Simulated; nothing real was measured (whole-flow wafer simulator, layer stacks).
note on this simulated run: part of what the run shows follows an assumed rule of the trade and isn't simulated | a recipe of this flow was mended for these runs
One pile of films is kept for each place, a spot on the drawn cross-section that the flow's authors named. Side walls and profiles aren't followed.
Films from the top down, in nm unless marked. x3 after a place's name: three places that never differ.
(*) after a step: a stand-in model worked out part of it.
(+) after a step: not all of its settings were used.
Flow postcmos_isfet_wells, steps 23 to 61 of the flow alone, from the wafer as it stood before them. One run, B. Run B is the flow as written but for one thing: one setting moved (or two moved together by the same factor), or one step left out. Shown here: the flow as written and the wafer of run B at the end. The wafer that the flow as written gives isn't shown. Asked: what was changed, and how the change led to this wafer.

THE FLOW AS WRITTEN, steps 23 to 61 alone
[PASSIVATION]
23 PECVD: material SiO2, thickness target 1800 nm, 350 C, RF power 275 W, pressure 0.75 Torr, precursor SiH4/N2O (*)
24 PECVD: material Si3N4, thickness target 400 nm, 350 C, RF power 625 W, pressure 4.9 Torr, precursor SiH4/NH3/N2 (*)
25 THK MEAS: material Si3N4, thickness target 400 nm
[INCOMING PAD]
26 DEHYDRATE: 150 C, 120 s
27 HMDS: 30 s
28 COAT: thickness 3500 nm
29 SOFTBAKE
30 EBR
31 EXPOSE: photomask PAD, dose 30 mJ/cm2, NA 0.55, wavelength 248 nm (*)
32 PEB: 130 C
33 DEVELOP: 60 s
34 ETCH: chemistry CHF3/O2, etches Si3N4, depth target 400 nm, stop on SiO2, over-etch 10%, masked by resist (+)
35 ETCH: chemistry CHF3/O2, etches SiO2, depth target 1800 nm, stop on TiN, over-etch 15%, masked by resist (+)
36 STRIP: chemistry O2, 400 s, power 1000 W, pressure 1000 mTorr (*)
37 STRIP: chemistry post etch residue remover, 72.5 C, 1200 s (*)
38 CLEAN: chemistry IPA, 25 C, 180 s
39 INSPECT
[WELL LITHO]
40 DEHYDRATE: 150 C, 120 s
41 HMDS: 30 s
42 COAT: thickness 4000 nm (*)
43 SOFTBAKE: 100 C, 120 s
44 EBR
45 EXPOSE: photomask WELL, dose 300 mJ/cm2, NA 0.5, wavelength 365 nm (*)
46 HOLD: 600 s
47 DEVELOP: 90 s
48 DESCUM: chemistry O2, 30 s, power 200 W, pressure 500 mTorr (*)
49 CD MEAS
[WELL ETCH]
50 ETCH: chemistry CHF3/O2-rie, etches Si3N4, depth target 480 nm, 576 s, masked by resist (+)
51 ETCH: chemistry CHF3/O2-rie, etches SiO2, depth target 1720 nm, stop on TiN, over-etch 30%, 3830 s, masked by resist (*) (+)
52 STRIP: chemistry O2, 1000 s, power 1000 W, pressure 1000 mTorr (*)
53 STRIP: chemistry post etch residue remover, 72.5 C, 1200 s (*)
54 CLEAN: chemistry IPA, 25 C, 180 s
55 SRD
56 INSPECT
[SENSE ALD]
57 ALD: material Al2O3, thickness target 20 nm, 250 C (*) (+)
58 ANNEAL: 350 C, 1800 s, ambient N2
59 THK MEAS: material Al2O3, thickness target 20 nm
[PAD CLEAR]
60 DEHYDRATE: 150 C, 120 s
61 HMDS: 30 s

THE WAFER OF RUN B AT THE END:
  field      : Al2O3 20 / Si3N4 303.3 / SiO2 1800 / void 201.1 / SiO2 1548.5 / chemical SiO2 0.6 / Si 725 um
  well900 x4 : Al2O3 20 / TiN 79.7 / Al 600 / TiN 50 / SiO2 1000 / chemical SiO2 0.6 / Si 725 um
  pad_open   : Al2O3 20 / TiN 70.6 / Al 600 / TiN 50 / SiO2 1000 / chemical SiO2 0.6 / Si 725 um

The cause: step 24, PECVD: thickness target 304 nm was run, where the flow has thickness target 400 nm.

How the change led to this, step by step:
  24 PECVD: material Si3N4, thickness target 400 nm, 350 C, RF power 625 W, pressure 4.9 Torr, precursor SiH4/NH3/N2 (*)
      field, margin x2, well900 x4, pad_clr, pad_open: Si3N4 +304 (new film) (as written it would be: Si3N4 +400 (new film))
  34 ETCH: chemistry CHF3/O2, etches Si3N4, depth target 400 nm, stop on SiO2, over-etch 10%, masked by resist (+)
      field, margin x2, well900 x4, pad_clr: thick-KrF-resist -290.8 (as written it would be: thick-KrF-resist -382.6)
      pad_open: Si3N4 -304 (all of it), SiO2 -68 (as written it would be: Si3N4 -400 (all of it), SiO2 -20)
  35 ETCH: chemistry CHF3/O2, etches SiO2, depth target 1800 nm, stop on TiN, over-etch 15%, masked by resist (+)
      field, margin x2, well900 x4, pad_clr: thick-KrF-resist -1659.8 (as written it would be: thick-KrF-resist -1705.8)
      pad_open: SiO2 -1732 (all of it), TiN -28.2 (as written it would be: SiO2 -1780 (all of it), TiN -24.2)
  36 STRIP: chemistry O2, 400 s, power 1000 W, pressure 1000 mTorr (*)
      field, margin x2, well900 x4, pad_clr: thick-KrF-resist -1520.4 (all of it) (as written it would be: thick-KrF-resist -1382.5 (all of it))
  43 SOFTBAKE: 100 C, 120 s
      pad_clr: thick-g/i-line-resist -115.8 (as written it would be: thick-g/i-line-resist -123)
      pad_open: thick-g/i-line-resist +70.6 (as written it would be: thick-g/i-line-resist +73)
  50 ETCH: chemistry CHF3/O2-rie, etches Si3N4, depth target 480 nm, 576 s, masked by resist (+)
      well900 x4: Si3N4 -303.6 (all of it), SiO2 -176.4 (as written it would be: Si3N4 -399.6 (all of it), SiO2 -80.4)
  51 ETCH: chemistry CHF3/O2-rie, etches SiO2, depth target 1720 nm, stop on TiN, over-etch 30%, 3830 s, masked by resist (*) (+)
      well900 x4: SiO2 -1623.6 (all of it), TiN -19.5 (as written it would be: SiO2 -1719.6 (all of it), TiN -20.6)
